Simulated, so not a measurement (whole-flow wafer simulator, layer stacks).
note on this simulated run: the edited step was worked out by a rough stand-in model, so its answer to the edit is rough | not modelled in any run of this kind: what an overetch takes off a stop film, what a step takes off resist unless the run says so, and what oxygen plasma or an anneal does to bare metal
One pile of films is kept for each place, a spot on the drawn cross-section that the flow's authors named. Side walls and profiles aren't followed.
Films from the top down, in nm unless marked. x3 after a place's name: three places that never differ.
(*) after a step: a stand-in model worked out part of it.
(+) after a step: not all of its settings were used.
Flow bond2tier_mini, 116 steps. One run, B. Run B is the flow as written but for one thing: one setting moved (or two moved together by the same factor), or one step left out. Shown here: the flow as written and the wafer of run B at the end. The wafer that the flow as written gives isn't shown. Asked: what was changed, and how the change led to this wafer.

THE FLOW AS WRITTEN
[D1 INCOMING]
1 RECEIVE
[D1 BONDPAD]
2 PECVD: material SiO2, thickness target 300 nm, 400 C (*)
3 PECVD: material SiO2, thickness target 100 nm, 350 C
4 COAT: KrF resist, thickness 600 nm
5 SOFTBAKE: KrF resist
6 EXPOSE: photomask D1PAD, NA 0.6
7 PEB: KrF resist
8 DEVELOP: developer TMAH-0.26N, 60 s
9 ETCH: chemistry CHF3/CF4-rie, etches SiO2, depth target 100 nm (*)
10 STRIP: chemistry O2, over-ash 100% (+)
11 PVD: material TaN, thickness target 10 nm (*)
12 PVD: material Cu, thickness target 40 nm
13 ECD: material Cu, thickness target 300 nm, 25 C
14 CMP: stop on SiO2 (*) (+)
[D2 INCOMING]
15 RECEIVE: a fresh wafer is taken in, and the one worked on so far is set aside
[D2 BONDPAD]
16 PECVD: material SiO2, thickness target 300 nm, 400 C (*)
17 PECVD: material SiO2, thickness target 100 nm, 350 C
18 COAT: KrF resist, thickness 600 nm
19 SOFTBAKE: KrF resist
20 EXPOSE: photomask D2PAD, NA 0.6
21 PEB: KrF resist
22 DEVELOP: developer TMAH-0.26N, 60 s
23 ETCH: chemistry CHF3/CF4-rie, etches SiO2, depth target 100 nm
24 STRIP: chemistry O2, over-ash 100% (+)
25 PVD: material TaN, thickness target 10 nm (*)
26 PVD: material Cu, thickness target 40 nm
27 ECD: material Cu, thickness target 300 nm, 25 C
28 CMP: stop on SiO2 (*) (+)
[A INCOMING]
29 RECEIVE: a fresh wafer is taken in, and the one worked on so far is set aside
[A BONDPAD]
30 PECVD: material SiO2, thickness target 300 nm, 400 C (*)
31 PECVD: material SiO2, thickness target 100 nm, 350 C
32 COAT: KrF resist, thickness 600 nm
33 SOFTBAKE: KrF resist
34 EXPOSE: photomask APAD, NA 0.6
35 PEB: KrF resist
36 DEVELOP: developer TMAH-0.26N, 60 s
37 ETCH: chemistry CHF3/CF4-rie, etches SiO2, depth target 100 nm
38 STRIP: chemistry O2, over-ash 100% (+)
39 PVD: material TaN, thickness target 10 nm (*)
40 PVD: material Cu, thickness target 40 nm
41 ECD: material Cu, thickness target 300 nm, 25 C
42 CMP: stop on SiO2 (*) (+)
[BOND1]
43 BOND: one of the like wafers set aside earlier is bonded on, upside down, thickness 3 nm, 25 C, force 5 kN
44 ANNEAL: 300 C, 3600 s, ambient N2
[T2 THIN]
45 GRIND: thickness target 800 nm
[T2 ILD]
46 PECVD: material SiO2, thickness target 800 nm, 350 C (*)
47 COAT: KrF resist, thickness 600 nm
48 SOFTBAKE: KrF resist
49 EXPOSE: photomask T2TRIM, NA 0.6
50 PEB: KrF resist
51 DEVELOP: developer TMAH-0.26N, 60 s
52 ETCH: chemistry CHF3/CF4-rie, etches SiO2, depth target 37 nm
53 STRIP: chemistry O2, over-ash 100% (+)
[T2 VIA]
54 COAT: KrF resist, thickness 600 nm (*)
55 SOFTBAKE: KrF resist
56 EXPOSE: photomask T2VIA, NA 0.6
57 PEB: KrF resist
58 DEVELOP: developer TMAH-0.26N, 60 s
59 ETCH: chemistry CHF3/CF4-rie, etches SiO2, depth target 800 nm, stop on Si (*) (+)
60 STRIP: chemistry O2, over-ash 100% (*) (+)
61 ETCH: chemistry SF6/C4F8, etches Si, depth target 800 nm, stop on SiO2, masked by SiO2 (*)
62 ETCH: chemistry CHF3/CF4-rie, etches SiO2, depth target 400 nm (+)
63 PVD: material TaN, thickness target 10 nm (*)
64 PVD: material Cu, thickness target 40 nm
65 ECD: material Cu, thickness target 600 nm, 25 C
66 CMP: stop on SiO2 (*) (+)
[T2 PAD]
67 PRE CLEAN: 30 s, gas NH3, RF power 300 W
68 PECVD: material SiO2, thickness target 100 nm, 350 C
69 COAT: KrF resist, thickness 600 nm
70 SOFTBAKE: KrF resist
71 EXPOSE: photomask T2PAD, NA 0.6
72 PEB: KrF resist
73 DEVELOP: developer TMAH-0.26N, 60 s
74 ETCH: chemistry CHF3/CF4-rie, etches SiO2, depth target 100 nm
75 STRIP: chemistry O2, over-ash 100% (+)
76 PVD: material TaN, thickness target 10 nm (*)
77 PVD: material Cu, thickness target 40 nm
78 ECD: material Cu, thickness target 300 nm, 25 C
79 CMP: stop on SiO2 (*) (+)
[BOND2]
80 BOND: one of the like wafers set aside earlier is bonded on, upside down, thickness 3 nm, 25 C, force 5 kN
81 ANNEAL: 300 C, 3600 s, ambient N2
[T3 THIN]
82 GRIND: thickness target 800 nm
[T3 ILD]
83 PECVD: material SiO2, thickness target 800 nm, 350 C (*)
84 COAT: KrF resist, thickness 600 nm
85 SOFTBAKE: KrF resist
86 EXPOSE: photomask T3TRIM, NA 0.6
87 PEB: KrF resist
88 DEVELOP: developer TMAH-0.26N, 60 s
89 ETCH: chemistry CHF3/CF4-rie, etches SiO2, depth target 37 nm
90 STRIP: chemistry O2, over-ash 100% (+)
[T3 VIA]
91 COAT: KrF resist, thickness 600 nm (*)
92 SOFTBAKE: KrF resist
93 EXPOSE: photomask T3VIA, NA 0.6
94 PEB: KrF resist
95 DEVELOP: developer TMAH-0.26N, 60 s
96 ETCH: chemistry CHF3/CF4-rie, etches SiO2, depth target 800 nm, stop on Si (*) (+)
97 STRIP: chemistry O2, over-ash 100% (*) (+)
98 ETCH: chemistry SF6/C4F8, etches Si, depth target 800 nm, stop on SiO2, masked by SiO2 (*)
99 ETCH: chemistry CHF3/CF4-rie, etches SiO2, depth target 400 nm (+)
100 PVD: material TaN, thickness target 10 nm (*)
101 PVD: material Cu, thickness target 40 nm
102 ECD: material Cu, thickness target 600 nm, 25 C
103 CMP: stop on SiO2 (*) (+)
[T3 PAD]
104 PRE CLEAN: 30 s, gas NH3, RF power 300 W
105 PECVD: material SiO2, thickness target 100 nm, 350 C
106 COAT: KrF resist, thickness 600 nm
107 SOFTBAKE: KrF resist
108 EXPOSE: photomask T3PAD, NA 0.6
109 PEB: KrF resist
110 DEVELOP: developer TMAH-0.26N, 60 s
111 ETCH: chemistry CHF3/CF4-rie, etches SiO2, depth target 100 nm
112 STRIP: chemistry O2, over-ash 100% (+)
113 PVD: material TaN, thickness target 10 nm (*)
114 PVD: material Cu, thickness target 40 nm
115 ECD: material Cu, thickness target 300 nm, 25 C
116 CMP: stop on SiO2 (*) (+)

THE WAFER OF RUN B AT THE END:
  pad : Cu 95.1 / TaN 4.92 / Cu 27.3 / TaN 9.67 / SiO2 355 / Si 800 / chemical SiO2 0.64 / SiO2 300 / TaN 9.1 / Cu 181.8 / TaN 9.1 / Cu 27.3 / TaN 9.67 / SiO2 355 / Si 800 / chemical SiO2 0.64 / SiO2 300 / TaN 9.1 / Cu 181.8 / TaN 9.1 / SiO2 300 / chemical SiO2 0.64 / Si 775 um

The cause: step 113, PVD: thickness target 5.4 nm was run, where the flow has thickness target 10 nm.

How the change led to this, step by step:
  113 PVD: material TaN, thickness target 10 nm (*)
      field: TaN +5.4 (new film) (as written it would be: TaN +10 (new film))
      pad: TaN +4.92 (new film) (as written it would be: TaN +9.1 (new film))
  116 CMP: stop on SiO2 (*) (+)
      field: Cu -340 (all of it), TaN -5.4 (all of it) (as written it would be: Cu -340 (all of it), TaN -10 (all of it))
